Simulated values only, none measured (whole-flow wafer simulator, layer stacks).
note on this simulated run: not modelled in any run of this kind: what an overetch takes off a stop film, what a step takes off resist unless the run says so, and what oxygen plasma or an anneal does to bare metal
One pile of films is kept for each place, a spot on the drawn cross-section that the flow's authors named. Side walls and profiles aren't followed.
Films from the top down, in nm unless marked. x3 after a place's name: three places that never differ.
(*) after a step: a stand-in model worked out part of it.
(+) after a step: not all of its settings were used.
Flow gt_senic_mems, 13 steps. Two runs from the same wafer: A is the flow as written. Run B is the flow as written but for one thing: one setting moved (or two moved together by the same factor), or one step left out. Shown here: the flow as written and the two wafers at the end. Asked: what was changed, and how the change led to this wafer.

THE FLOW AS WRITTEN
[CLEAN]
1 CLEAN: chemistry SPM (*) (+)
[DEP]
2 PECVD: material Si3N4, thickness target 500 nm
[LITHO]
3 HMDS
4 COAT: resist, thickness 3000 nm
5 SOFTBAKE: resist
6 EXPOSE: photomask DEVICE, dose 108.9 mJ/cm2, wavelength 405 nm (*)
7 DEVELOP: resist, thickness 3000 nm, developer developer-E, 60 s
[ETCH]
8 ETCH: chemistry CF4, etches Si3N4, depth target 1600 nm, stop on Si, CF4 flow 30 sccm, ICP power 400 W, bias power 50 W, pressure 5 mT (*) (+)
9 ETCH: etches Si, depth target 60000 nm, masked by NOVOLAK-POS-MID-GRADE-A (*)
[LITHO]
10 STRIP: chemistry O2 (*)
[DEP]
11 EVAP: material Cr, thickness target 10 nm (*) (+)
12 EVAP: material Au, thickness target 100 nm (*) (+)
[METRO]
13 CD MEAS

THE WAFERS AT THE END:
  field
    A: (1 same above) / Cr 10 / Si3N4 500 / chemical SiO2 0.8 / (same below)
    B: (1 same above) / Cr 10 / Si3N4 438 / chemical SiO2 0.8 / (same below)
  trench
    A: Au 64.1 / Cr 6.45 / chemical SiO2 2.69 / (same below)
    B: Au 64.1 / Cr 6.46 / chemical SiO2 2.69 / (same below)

The cause: step 2, PECVD: thickness target 438 nm was run, where the flow has thickness target 500 nm.
It can be read off the wafer: field has Si3N4 438, and step 2 as written asks for 500 nm.

How the change led to this, step by step:
  2 PECVD: material Si3N4, thickness target 500 nm
      field, trench: A Si3N4 +500 (new film) | B Si3N4 +438 (new film)
  8 ETCH: chemistry CF4, etches Si3N4, depth target 1600 nm, stop on Si, CF4 flow 30 sccm, ICP power 400 W, bias power 50 W, pressure 5 mT (*) (+)
      field: A resist -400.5 | B resist -359.2
      trench: A Si3N4 -500 (all of it), chemical SiO2 -0.8 (all of it) | B Si3N4 -438 (all of it), chemical SiO2 -0.8 (all of it)
  10 STRIP: chemistry O2 (*)
      field: A resist -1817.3 (all of it) | B resist -1858.6 (all of it)
